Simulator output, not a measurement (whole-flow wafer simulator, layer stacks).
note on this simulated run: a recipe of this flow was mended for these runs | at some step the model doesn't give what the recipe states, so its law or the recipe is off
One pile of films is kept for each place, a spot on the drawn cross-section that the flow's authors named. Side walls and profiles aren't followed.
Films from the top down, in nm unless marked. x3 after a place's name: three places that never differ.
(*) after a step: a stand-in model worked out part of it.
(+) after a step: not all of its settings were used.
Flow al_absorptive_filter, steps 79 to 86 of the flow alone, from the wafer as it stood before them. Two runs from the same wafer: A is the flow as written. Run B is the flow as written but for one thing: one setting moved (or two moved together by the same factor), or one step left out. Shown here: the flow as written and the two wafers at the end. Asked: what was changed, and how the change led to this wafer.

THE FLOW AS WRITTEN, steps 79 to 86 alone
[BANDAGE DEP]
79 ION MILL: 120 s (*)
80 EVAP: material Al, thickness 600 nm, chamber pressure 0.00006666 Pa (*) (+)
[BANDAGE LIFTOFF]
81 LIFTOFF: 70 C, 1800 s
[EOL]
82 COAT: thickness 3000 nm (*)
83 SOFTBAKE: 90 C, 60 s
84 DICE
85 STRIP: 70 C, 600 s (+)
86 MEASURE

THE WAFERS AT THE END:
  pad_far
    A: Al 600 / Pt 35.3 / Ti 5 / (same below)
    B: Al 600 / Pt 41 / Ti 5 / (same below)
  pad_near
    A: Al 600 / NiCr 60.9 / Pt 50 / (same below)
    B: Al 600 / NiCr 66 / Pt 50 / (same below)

The cause: step 79, ION MILL: 74 s was run, where the flow has 120 s.

How the change led to this, step by step:
  79 ION MILL: 120 s (*)
      gnd, ledge, res and 9 more: A i-line-resist -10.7 | B i-line-resist -6.57
      pad_far: A Pt -14.7 | B Pt -9.04
      (and at 1 more place)
